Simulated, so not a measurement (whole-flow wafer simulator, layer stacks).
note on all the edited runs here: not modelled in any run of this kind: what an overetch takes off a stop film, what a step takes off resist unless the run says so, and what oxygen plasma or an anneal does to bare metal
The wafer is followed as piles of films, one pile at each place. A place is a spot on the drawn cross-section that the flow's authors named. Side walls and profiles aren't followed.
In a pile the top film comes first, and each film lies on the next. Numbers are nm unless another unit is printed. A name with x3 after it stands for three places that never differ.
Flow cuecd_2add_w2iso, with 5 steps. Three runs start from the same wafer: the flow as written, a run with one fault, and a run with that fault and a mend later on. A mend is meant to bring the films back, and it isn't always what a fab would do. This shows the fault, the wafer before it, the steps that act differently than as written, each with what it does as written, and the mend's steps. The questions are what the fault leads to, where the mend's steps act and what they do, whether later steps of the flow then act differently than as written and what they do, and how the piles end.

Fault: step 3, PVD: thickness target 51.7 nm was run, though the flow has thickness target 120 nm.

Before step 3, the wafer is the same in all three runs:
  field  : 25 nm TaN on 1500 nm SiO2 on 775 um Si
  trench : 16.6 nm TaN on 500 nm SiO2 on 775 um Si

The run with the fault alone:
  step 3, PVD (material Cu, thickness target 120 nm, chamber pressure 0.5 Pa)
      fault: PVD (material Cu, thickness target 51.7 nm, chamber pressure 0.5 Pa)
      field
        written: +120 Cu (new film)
        fault: +51.7 Cu (new film)
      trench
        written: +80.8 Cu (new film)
        fault: +35 Cu (new film)
  None of the later steps of the flow differs from how it acts as written, at any place that is followed, by more than 2% or 0.5 nm, whichever is larger.
  By the end, the piles at field, trench depart from the flow's by more than 2% or 0.5 nm, whichever is larger.
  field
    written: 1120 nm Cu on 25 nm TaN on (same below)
    fault: 1051.7 nm Cu on 25 nm TaN on (same below)
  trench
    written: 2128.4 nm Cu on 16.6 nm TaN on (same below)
    fault: 2060.1 nm Cu on 16.6 nm TaN on (same below)

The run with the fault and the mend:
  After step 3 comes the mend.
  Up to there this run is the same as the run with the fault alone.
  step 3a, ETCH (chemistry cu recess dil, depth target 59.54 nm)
      field
        -51.7 Cu (all of it)
      trench
        -35 Cu (all of it)
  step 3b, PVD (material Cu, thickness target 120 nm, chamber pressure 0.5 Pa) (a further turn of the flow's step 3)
      field
        +120 Cu (new film)
      trench
        +80.8 Cu (new film)
  None of the later steps of the flow acts differently than as written at any place that is followed.
  At every place that both follow, the piles at the end match the flow's.
